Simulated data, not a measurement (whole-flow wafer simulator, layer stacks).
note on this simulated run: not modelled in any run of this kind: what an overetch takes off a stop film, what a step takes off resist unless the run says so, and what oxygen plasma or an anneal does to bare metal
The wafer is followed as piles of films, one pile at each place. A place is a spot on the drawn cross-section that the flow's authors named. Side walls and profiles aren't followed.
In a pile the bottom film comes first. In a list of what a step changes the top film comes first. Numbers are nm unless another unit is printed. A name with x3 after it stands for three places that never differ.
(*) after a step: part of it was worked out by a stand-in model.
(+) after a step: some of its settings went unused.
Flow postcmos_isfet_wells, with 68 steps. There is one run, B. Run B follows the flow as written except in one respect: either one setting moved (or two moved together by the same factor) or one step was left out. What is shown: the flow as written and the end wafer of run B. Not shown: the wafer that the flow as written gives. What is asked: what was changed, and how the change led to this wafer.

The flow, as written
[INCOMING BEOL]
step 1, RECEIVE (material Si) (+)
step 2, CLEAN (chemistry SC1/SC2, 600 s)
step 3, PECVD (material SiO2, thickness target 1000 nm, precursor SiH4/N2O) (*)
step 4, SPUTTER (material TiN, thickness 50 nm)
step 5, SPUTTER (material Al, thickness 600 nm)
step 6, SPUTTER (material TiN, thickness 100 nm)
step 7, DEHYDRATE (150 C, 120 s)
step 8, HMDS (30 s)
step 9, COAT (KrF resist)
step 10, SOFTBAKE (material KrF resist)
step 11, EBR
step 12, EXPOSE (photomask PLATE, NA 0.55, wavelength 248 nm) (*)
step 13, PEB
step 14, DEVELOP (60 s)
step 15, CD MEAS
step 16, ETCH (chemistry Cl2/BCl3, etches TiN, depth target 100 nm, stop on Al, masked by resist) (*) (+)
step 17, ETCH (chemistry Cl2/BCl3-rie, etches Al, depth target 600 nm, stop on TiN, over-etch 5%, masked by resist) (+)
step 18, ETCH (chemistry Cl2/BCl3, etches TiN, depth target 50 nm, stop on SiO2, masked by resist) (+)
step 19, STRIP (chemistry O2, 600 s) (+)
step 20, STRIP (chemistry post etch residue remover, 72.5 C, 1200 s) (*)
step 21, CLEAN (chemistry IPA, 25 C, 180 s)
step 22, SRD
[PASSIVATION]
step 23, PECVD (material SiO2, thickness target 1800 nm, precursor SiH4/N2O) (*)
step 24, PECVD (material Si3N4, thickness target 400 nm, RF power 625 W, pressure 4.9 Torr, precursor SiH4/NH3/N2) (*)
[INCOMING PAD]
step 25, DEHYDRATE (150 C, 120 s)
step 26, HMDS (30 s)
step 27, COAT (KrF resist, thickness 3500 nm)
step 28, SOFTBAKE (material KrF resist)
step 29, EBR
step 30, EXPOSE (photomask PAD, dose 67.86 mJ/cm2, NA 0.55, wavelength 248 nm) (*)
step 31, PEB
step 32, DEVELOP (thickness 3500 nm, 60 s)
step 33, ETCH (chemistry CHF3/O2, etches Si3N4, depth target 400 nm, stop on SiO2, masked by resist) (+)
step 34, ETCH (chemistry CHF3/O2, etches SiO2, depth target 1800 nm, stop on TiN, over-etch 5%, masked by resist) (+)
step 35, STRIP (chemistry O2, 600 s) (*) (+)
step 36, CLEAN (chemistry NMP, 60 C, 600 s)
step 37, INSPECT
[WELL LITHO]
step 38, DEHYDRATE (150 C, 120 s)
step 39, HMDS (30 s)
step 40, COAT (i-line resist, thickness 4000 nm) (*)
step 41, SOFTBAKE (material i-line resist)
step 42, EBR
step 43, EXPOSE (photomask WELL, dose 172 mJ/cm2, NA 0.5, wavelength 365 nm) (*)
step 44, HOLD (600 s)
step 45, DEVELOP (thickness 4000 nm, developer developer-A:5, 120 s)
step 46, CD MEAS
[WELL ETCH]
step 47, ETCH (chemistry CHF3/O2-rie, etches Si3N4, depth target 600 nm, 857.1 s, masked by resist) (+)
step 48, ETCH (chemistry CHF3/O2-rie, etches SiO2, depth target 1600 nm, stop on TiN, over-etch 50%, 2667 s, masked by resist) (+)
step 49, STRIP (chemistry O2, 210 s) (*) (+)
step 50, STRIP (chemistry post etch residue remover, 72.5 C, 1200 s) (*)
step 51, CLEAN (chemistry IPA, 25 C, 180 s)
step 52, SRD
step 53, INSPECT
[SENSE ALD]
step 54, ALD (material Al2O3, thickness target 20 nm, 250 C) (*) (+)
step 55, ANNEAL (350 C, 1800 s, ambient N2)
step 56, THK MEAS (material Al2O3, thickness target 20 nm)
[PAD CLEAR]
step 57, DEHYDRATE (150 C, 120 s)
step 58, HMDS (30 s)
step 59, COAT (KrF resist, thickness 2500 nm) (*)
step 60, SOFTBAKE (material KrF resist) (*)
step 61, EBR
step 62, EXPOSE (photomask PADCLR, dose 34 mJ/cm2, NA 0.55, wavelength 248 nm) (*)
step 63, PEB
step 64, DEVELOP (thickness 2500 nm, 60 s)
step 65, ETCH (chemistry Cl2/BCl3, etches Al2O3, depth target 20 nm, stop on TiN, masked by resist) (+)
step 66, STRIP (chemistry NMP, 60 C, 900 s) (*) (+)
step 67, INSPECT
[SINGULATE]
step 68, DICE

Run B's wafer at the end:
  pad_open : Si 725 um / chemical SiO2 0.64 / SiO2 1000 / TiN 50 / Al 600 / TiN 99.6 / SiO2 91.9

What caused this: step 33, ETCH: depth target 312.5 nm was run, though the flow has depth target 400 nm.

The path from the change to this, step by step:
  step 33, ETCH (chemistry CHF3/O2, etches Si3N4, depth target 400 nm, stop on SiO2, masked by resist) (+)
      pad_open: Si3N4 loses 312.5 (as written it would have been: Si3N4 loses 400 (all of it))
      field, margin, well900, well1300 x3, pad_rim, pad_clr: KrF resist loses 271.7 (as written it would have been: KrF resist loses 347.8)
  step 34, ETCH (chemistry CHF3/O2, etches SiO2, depth target 1800 nm, stop on TiN, over-etch 5%, masked by resist) (+)
      pad_open: Si3N4 loses 87.5 (all of it), SiO2 loses 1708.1 (as written it would have been: SiO2 loses 1800 (all of it))
  step 35, STRIP (chemistry O2, 600 s) (*) (+)
      field, margin, well900, well1300 x3, pad_rim, pad_clr: KrF resist loses 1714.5 (all of it) (as written it would have been: KrF resist loses 1638.4 (all of it))
  step 41, SOFTBAKE (material i-line resist)
      pad_clr: i-line resist loses 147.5 (as written it would have been: i-line resist loses 156.7)
      pad_open: i-line resist gains 111.3 (as written it would have been: i-line resist gains 115.3)
